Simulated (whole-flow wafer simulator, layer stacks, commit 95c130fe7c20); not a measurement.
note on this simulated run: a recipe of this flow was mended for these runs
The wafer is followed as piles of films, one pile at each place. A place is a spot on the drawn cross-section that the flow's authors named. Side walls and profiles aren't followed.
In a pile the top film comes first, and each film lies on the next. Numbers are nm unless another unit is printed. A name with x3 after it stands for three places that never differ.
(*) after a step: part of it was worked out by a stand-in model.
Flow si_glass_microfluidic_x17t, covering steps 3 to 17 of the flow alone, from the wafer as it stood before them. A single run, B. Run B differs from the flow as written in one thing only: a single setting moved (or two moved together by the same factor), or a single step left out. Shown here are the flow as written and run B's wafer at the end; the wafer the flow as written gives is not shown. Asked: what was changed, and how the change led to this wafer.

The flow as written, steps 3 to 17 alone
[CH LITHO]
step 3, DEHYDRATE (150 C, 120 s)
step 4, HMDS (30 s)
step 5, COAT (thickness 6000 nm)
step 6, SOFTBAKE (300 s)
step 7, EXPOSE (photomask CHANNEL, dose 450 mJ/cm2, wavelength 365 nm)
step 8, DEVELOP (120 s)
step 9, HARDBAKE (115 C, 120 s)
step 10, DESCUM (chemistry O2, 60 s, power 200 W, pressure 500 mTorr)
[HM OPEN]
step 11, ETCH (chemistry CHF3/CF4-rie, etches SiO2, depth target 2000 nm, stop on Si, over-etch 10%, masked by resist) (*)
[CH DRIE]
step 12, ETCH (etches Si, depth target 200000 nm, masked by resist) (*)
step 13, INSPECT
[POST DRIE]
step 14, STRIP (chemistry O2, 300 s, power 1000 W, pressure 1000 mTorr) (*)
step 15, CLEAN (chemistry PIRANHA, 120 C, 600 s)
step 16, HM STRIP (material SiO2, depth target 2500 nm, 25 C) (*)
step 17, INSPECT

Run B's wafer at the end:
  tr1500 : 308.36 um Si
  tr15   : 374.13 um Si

Cause: step 10, DESCUM: chemistry O2, 60 s, power 200 W, pressure 500 mTorr, was skipped.

Step by step, how the change led to this:
  step 12, ETCH (etches Si, depth target 200000 nm, masked by resist) (*)
      tr1500: -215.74 um Si (it would be, as written: -215.73 um Si)
      tr15: -149.97 um Si (it would be, as written: -149.99 um Si)
  step 14, STRIP (chemistry O2, 300 s, power 1000 W, pressure 1000 mTorr) (*)
      land: -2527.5 thick-i-line-resist (all of it) (it would be, as written: -2472.3 thick-i-line-resist (all of it))
